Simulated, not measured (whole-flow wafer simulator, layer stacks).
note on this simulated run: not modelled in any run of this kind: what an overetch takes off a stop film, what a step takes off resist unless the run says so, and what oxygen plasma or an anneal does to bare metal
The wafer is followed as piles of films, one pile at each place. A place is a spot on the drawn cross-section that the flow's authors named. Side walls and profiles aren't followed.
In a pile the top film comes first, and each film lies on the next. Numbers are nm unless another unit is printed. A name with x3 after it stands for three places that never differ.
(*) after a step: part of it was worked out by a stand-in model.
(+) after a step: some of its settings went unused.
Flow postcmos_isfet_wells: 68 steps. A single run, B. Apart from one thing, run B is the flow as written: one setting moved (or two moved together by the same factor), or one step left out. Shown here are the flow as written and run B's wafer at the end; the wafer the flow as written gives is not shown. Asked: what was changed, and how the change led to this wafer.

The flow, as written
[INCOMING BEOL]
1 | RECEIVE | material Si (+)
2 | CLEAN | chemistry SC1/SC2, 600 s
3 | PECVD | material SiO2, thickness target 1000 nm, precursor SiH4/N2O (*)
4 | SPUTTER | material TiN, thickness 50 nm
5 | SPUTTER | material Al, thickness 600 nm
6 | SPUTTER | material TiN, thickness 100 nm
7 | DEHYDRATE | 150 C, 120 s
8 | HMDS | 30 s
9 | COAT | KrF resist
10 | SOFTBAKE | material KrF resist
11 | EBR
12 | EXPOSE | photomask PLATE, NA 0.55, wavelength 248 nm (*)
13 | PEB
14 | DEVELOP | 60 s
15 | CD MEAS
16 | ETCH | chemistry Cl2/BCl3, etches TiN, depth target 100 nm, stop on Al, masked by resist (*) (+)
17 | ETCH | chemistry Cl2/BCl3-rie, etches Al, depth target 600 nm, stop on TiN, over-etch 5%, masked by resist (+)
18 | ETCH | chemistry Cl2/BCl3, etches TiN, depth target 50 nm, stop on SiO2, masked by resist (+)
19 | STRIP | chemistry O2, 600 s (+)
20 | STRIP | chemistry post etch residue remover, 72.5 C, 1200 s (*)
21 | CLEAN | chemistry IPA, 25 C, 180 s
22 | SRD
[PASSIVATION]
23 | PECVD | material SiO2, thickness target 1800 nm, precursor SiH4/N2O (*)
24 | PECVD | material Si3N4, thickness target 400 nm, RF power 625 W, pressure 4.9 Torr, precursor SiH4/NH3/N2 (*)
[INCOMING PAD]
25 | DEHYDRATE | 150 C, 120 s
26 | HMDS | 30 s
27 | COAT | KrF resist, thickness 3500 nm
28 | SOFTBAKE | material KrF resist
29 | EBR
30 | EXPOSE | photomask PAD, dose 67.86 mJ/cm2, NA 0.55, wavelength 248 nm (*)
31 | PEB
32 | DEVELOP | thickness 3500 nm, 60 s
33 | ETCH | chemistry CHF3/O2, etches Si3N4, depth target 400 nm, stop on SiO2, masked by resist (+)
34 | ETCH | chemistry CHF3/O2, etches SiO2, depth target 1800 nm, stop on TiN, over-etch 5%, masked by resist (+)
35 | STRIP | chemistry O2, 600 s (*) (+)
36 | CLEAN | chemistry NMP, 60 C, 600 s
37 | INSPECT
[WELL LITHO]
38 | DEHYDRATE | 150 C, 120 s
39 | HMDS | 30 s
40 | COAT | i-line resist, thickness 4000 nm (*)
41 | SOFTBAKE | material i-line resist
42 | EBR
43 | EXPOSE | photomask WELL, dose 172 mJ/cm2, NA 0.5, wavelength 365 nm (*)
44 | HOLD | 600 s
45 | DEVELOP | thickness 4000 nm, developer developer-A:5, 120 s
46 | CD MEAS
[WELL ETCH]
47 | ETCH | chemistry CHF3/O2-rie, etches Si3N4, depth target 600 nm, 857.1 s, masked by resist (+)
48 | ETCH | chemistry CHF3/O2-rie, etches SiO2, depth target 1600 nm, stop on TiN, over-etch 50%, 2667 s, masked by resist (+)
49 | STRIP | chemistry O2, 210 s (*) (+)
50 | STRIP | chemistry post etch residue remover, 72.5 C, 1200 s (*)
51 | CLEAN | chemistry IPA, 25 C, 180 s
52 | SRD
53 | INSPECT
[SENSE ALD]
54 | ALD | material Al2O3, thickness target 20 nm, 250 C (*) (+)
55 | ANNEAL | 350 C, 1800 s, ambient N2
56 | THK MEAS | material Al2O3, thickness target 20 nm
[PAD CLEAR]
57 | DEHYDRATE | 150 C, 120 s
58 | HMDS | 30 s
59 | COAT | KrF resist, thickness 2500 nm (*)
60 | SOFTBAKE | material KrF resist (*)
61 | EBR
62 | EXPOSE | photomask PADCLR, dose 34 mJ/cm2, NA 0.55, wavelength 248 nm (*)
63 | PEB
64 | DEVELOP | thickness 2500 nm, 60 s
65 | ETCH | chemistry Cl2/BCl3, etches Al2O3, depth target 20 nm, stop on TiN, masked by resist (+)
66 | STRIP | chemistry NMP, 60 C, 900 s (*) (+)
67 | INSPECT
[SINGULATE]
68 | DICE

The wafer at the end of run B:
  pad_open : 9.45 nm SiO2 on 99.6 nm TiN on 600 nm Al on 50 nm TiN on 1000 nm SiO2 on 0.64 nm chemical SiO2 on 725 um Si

The reason: step 33, ETCH: depth target 391 nm was run, while the flow as written has depth target 400 nm.

How this came from the change, step by step:
  33 | ETCH | chemistry CHF3/O2, etches Si3N4, depth target 400 nm, stop on SiO2, masked by resist (+)
      pad_open: -391 Si3N4 (in the flow as written it would be: -400 Si3N4 (all of it))
      field, margin, well900, well1300 x3, pad_rim, pad_clr: -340 KrF resist (in the flow as written it would be: -347.8 KrF resist)
  34 | ETCH | chemistry CHF3/O2, etches SiO2, depth target 1800 nm, stop on TiN, over-etch 5%, masked by resist (+)
      pad_open: -9 Si3N4 (all of it), -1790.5 SiO2 (in the flow as written it would be: -1800 SiO2 (all of it))
